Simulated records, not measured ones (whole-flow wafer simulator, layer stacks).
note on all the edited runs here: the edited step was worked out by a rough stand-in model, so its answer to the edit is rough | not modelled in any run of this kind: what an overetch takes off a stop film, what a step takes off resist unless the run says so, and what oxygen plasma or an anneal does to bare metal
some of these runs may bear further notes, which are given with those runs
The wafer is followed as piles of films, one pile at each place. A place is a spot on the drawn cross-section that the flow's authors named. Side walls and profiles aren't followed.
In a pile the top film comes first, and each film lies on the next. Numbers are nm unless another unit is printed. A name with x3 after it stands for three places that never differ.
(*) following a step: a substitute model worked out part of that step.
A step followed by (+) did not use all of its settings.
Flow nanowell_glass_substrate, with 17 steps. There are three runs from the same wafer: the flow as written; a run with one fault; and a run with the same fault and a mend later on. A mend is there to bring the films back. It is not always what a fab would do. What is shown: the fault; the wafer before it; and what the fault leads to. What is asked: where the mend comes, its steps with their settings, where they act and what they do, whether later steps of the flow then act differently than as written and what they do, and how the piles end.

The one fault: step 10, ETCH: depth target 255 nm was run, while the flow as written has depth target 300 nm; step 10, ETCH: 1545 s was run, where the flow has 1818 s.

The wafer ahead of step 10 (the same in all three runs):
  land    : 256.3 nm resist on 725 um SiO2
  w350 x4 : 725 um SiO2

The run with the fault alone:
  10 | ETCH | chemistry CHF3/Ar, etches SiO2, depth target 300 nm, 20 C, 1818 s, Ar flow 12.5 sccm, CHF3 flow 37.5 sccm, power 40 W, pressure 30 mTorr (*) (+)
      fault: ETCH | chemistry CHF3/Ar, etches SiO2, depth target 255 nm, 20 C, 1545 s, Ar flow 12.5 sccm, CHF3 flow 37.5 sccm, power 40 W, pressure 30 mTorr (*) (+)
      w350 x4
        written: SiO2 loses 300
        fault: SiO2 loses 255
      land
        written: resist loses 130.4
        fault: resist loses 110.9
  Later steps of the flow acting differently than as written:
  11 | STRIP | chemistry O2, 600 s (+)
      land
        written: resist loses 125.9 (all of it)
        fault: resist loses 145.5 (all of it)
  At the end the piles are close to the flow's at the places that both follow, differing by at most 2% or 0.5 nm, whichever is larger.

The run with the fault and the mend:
  After step 10 comes the mend.
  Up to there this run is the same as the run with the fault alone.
  10a | ETCH | chemistry CHF3/Ar, etches SiO2, depth target 45 nm, 20 C, 272.7 s, Ar flow 12.5 sccm, CHF3 flow 37.5 sccm, power 40 W, pressure 30 mTorr (*) (+) (the flow's step 10 again, with other settings)
      w350 x4
        SiO2 loses 45
      land
        resist loses 19.6
  Every later step of the flow that is run acts as written at every place that is followed.
  By the end, the piles equal the flow's at every place that both follow.
